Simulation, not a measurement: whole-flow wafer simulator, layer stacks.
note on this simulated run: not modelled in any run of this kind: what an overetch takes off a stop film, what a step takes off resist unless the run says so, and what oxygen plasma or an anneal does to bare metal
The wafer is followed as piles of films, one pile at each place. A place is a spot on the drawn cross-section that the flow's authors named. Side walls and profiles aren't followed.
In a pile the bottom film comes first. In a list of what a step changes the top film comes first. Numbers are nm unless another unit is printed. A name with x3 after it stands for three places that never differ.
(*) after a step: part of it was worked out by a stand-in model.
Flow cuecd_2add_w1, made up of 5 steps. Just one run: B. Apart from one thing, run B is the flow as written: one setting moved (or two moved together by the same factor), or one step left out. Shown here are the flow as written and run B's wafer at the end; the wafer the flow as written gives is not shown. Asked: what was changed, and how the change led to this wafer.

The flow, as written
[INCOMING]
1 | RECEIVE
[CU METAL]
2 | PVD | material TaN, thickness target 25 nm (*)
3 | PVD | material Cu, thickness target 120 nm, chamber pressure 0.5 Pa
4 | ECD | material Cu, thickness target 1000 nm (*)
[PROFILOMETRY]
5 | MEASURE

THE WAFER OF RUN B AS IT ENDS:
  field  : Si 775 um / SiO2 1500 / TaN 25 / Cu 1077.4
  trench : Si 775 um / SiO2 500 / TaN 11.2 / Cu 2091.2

What caused this: step 3, PVD: thickness target 77.4 nm was run, while the flow as written has thickness target 120 nm.

The path from the change to this, step by step:
  3 | PVD | material Cu, thickness target 120 nm, chamber pressure 0.5 Pa
      field: +77.4 Cu (new film) (as written it would have been: +120 Cu (new film))
      trench: +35 Cu (new film) (as written it would have been: +53.6 Cu (new film))
